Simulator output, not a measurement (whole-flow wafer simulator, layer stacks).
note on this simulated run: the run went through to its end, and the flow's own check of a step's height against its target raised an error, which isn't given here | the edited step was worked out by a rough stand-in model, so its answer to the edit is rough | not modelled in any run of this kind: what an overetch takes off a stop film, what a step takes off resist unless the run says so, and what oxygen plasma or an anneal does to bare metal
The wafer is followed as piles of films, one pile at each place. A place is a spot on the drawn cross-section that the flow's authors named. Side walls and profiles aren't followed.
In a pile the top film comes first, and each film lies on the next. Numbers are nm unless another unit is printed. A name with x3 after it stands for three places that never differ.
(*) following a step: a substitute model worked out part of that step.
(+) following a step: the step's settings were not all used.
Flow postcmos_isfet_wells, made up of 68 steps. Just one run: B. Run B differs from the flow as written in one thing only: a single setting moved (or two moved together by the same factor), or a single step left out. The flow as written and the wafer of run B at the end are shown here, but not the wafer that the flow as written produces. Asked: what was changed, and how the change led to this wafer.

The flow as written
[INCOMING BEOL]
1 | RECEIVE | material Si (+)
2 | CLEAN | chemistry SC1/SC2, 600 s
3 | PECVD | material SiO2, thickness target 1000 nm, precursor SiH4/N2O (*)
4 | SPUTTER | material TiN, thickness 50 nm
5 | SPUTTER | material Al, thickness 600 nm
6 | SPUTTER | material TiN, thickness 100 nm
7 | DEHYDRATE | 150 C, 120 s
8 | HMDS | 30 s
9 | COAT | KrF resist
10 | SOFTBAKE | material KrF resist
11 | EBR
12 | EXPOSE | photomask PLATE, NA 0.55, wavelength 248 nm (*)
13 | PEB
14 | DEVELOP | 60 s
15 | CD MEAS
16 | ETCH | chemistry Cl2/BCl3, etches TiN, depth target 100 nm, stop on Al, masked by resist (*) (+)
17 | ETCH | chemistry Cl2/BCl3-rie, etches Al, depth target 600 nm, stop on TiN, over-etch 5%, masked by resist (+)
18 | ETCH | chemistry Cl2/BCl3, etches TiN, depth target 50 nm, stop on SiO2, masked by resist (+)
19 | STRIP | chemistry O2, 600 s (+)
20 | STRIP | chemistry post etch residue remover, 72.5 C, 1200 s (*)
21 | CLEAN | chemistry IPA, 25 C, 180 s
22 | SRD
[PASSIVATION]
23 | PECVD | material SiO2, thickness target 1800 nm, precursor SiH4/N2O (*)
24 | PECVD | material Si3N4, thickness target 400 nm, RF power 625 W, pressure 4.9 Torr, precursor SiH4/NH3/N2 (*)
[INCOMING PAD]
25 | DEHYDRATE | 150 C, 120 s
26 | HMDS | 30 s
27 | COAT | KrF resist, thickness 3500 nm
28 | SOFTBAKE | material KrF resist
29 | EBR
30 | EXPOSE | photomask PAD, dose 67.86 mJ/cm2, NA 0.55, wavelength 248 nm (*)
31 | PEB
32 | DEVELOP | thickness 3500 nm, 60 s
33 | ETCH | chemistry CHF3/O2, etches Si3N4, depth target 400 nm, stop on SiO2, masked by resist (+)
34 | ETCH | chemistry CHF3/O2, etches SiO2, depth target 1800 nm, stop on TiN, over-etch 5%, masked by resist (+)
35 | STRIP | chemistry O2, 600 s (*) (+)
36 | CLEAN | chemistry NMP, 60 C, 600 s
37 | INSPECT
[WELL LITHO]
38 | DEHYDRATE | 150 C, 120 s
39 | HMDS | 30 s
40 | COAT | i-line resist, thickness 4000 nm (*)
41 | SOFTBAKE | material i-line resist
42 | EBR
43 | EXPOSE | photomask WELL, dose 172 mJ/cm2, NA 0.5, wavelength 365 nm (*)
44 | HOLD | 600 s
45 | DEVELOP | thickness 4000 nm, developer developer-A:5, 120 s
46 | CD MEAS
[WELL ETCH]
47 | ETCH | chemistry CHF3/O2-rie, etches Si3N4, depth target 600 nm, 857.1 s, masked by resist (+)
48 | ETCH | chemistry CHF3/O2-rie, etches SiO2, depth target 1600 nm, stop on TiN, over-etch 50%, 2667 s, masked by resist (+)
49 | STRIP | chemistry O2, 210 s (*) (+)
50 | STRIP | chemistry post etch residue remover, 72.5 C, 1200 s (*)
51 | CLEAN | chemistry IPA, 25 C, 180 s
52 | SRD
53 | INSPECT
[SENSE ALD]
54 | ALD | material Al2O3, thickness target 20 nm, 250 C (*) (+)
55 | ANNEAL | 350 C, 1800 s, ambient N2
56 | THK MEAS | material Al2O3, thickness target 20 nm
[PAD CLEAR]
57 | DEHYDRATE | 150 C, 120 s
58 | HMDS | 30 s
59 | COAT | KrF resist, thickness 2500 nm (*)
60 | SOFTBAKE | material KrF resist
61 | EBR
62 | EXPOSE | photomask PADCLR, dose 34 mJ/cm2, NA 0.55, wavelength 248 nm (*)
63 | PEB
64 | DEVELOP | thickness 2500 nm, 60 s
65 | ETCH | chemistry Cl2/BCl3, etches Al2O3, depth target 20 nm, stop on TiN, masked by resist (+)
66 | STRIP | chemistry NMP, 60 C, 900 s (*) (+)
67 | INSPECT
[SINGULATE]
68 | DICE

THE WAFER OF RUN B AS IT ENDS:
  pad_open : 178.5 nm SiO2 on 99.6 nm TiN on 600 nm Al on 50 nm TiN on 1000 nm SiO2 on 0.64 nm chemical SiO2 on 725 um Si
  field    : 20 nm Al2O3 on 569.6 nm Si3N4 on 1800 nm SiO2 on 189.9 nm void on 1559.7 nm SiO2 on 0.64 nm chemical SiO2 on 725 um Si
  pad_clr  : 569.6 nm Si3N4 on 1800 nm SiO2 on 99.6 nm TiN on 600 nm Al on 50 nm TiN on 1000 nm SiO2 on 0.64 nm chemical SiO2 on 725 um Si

Cause: step 24, PECVD: thickness target 570 nm was run, while the flow as written has thickness target 400 nm.

The path from the change to this, step by step:
  24 | PECVD | material Si3N4, thickness target 400 nm, RF power 625 W, pressure 4.9 Torr, precursor SiH4/NH3/N2 (*)
      field, margin, well900, well1300 x3, pad_rim, pad_clr, pad_open: Si3N4 gains 570 (new film) (in the flow as written it would be: Si3N4 gains 400 (new film))
  33 | ETCH | chemistry CHF3/O2, etches Si3N4, depth target 400 nm, stop on SiO2, masked by resist (+)
      pad_open: Si3N4 loses 400 (in the flow as written it would be: Si3N4 loses 400 (all of it))
  34 | ETCH | chemistry CHF3/O2, etches SiO2, depth target 1800 nm, stop on TiN, over-etch 5%, masked by resist (+)
      pad_open: Si3N4 loses 170 (all of it), SiO2 loses 1621.5 (in the flow as written it would be: SiO2 loses 1800 (all of it))
  47 | ETCH | chemistry CHF3/O2-rie, etches Si3N4, depth target 600 nm, 857.1 s, masked by resist (+)
      well900, well1300 x3: Si3N4 loses 570 (all of it), SiO2 loses 30 (in the flow as written it would be: Si3N4 loses 400 (all of it), SiO2 loses 200)
  48 | ETCH | chemistry CHF3/O2-rie, etches SiO2, depth target 1600 nm, stop on TiN, over-etch 50%, 2667 s, masked by resist (+)
      well900, well1300 x3: SiO2 loses 1770 (all of it) (in the flow as written it would be: SiO2 loses 1600 (all of it))
  59 | COAT | KrF resist, thickness 2500 nm (*)
      field: KrF resist gains 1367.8 (new film) (in the flow as written it would be: KrF resist gains 1449 (new film))
      margin: KrF resist gains 1367.7 (new film) (in the flow as written it would be: KrF resist gains 1448.9 (new film))
  63 | PEB
      field, margin: KrF resist loses 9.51 (in the flow as written it would be: KrF resist loses 10.1)
  66 | STRIP | chemistry NMP, 60 C, 900 s (*) (+)
      field: KrF resist loses 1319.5 (all of it) (in the flow as written it would be: KrF resist loses 1400.1 (all of it))
      margin: KrF resist loses 1319.4 (all of it) (in the flow as written it would be: KrF resist loses 1400.1 (all of it))
